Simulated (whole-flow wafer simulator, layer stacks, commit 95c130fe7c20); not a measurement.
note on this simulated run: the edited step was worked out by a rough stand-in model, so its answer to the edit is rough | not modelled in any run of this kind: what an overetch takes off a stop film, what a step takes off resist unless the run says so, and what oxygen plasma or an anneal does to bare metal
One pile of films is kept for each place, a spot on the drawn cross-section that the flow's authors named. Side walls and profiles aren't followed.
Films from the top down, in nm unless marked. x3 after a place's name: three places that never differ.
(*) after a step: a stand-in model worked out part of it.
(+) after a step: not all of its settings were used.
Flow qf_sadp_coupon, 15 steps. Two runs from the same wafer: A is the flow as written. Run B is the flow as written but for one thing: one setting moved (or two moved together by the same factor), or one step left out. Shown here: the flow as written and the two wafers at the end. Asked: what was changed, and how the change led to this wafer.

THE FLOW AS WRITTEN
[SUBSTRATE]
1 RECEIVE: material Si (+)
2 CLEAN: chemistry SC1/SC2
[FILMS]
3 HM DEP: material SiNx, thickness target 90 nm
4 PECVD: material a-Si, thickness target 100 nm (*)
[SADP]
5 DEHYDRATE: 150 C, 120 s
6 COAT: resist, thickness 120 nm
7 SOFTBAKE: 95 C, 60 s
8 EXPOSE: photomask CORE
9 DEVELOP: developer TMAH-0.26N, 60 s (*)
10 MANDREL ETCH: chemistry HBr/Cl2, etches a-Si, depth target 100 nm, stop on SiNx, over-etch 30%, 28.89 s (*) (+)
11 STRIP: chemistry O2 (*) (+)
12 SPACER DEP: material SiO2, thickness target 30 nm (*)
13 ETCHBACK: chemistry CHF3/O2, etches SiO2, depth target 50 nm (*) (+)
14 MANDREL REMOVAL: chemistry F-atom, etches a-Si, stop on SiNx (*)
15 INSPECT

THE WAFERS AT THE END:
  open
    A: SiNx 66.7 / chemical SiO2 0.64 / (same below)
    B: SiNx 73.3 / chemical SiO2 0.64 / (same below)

The cause: step 13, ETCHBACK: depth target 43 nm was run, where the flow has depth target 50 nm.

How the change led to this, step by step:
  13 ETCHBACK: chemistry CHF3/O2, etches SiO2, depth target 50 nm (*) (+)
      m: A SiO2 -30 (all of it), chemical SiO2 -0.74 (all of it), a-Si -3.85 | B SiO2 -30 (all of it), chemical SiO2 -0.74 (all of it), a-Si -2.45
      open: A SiO2 -30 (all of it), SiNx -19 | B SiO2 -30 (all of it), SiNx -12.4
